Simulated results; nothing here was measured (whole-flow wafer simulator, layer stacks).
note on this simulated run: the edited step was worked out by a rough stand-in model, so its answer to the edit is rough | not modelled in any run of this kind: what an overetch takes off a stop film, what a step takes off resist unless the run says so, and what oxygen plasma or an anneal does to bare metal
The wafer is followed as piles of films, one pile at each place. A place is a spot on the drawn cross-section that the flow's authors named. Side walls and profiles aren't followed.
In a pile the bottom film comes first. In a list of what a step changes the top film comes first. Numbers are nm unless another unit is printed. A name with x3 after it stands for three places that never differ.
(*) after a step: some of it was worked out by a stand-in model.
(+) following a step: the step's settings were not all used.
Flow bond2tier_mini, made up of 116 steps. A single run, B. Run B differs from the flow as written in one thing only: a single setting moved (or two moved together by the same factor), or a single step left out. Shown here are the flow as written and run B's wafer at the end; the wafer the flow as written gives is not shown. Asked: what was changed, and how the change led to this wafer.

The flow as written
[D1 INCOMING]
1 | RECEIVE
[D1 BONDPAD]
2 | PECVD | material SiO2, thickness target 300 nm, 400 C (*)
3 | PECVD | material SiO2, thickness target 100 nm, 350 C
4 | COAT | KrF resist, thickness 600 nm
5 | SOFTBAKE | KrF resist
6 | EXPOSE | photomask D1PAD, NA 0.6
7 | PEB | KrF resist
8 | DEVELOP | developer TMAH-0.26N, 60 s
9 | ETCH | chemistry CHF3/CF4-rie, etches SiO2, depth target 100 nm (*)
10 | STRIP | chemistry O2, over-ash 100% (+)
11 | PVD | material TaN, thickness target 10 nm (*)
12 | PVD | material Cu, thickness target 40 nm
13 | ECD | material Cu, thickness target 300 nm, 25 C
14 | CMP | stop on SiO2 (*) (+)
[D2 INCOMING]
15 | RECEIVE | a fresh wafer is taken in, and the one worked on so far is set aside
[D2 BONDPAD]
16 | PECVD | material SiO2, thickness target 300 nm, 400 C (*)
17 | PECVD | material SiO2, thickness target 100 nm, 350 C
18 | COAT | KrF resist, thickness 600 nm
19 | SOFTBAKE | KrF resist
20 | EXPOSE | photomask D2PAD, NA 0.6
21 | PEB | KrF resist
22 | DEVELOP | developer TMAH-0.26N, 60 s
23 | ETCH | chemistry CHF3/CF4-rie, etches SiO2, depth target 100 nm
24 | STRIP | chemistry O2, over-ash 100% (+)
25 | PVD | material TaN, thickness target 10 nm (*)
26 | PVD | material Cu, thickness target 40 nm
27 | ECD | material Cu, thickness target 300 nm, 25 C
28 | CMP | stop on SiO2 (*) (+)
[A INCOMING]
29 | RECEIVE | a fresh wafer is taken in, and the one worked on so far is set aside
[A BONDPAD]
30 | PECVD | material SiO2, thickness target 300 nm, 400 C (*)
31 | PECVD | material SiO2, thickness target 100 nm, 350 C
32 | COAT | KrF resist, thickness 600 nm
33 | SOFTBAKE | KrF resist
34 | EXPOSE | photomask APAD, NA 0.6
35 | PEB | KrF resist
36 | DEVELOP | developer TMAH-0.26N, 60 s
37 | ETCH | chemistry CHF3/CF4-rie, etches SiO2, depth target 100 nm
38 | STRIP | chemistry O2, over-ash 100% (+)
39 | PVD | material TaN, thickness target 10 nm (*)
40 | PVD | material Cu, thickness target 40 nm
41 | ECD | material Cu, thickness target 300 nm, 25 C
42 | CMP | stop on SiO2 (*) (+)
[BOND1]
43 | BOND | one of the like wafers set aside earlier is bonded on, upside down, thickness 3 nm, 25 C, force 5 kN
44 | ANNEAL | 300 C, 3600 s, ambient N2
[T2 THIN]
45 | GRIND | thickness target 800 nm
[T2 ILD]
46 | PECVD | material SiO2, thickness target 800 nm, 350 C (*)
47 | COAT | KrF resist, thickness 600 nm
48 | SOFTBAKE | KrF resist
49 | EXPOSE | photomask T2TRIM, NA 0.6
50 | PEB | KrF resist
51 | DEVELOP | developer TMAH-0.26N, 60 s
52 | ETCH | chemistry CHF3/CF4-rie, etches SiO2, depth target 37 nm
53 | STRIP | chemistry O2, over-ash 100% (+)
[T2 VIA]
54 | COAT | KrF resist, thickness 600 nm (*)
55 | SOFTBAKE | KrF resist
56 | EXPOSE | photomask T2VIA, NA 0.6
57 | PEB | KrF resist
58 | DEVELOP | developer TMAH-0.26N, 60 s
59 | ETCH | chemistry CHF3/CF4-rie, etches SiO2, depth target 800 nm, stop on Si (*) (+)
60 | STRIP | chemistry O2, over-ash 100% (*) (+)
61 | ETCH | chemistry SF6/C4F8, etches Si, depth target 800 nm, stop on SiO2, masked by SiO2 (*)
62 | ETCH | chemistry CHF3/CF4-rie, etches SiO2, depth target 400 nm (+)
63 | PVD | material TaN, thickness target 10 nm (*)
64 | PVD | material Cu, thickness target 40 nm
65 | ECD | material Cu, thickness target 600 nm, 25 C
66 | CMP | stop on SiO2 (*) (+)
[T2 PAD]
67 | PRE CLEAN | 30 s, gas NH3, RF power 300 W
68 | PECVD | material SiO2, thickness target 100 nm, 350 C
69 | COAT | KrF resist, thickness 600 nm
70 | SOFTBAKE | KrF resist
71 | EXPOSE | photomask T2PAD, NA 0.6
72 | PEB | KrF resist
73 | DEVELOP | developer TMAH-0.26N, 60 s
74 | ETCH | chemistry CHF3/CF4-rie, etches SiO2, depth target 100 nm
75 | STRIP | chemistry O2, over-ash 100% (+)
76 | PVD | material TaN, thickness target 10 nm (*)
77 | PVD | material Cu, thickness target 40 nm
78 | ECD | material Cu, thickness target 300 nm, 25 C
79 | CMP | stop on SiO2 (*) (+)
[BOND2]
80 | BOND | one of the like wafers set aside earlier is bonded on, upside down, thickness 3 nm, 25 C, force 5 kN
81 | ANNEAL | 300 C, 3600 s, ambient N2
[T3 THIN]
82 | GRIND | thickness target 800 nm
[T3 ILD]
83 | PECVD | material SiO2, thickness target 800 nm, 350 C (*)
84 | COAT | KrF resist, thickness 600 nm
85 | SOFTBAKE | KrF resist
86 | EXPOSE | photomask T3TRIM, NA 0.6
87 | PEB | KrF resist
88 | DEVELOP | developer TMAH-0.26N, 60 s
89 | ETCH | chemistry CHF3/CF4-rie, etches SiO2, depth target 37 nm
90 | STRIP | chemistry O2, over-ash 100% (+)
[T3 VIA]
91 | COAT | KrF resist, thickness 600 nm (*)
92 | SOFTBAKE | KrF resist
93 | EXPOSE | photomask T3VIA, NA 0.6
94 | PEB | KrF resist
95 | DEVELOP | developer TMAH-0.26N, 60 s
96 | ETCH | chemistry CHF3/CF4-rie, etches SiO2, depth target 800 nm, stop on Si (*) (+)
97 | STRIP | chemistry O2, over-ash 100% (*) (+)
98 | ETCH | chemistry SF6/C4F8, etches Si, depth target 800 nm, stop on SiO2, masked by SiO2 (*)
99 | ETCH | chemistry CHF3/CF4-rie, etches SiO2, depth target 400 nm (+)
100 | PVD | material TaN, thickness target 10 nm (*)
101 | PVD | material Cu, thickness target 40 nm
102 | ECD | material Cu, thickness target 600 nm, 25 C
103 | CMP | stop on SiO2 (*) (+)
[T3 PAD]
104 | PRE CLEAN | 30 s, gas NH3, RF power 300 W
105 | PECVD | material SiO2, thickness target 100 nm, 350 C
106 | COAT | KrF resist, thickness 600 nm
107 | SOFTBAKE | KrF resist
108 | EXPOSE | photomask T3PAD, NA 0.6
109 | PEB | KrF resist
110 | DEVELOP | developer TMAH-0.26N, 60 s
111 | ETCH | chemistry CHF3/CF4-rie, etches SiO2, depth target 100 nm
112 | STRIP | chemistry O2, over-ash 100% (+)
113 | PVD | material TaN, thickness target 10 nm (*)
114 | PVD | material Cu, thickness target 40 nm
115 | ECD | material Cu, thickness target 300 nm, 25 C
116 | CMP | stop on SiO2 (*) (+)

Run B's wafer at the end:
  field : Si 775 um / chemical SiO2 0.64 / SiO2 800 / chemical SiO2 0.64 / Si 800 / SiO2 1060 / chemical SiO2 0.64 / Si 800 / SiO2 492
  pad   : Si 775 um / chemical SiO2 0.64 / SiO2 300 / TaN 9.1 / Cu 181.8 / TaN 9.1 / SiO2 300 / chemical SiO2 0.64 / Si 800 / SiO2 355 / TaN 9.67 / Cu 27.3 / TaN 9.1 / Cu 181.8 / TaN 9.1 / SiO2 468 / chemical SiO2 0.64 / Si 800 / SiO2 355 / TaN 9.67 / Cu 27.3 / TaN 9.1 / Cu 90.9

What caused this: step 16, PECVD: thickness target 468 nm was run, though the flow has thickness target 300 nm.
One can read it off the wafer: pad has SiO2 468, and step 16 as written asks for 300 nm.

The path from the change to this, step by step:
  16 | PECVD | material SiO2, thickness target 300 nm, 400 C (*)
      field, pad, via: +468 SiO2 (new film) (it would be, as written: +300 SiO2 (new film))
  80 | BOND | one of the like wafers set aside earlier is bonded on, upside down, thickness 3 nm, 25 C, force 5 kN
      field: +775 um Si (new film), +0.64 chemical SiO2 (new film), +568 SiO2 (it would be, as written: +775 um Si (new film), +0.64 chemical SiO2 (new film), +400 SiO2)
      pad: +775 um Si (new film), +0.64 chemical SiO2 (new film), +468 SiO2 (new film), +9.1 TaN (new film), +90.9 Cu (it would be, as written: +775 um Si (new film), +0.64 chemical SiO2 (new film), +300 SiO2 (new film), +9.1 TaN (new film), +90.9 Cu)
